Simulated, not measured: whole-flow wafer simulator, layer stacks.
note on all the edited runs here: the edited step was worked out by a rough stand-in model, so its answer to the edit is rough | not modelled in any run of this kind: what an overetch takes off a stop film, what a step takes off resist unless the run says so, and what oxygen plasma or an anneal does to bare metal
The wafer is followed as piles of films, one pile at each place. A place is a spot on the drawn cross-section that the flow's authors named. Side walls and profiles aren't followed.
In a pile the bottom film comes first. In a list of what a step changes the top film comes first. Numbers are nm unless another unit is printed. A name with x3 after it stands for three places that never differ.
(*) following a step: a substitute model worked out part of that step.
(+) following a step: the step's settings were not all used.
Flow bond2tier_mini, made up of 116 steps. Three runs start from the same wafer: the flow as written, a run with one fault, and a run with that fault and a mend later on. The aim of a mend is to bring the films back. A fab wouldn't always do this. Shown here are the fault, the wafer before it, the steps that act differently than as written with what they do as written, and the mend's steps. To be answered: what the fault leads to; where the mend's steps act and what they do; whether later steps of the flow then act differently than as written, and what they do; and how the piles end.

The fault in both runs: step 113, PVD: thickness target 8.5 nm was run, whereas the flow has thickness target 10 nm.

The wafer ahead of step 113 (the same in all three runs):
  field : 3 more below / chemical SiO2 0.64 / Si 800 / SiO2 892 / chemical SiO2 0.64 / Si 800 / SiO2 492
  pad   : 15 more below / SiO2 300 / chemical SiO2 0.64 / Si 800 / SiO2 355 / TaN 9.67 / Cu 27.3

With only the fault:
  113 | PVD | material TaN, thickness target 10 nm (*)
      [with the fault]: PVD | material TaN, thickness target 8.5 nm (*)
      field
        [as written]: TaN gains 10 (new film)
        [with the fault]: TaN gains 8.5 (new film)
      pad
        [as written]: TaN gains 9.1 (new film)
        [with the fault]: TaN gains 7.74 (new film)
  Steps further on in the flow that do not act as written (1 more step, not shown, differs only slightly: by at most 2% or 0.5 nm, whichever is larger):
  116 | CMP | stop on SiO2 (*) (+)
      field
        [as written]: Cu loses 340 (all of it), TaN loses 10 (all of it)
        [with the fault]: Cu loses 340 (all of it), TaN loses 8.5 (all of it)
  At pad, the piles at the end differ from the flow's by more than 2% or 0.5 nm, whichever is larger.
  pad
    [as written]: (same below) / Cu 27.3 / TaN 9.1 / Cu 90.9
    [with the fault]: (same below) / Cu 27.3 / TaN 7.74 / Cu 92.3

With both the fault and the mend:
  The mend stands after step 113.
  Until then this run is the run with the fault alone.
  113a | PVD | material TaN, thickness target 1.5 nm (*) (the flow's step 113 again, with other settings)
      field
        TaN gains 1.5
      pad
        TaN gains 1.36
  Every later step of the flow that is run acts as written at every place that is followed.
  At every place that both follow, the piles at the end match the flow's.
